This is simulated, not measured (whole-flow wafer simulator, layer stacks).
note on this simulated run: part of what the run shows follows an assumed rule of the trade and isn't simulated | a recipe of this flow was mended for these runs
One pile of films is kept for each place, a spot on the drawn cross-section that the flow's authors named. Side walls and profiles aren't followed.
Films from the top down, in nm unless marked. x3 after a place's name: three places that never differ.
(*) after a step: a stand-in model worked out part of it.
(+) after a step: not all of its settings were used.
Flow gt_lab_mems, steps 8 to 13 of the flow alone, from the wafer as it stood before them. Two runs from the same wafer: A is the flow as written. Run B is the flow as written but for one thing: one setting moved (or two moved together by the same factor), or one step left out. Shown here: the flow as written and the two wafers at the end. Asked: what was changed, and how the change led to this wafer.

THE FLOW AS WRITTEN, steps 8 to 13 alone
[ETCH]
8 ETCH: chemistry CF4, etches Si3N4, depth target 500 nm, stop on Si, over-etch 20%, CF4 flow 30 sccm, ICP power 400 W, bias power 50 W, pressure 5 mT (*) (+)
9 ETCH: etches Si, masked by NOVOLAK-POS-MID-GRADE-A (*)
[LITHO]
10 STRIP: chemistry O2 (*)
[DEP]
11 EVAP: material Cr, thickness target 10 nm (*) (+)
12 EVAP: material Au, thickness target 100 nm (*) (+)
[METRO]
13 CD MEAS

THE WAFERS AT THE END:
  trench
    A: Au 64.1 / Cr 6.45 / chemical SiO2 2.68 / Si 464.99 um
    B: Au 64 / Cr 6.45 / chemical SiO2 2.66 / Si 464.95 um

The cause: step 8, ETCH: depth target 572 nm was run, where the flow has depth target 500 nm.

How the change led to this, step by step:
  8 ETCH: chemistry CF4, etches Si3N4, depth target 500 nm, stop on Si, over-etch 20%, CF4 flow 30 sccm, ICP power 400 W, bias power 50 W, pressure 5 mT (*) (+)
      field: A g/i-line-resist -400 | B g/i-line-resist -457.6
      trench: A Si3N4 -500 (all of it), chemical SiO2 -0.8 (all of it), Si -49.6 | B Si3N4 -500 (all of it), chemical SiO2 -0.8 (all of it), Si -92.8
  10 STRIP: chemistry O2 (*)
      field: A g/i-line-resist -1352 (all of it) | B g/i-line-resist -1294.4 (all of it)
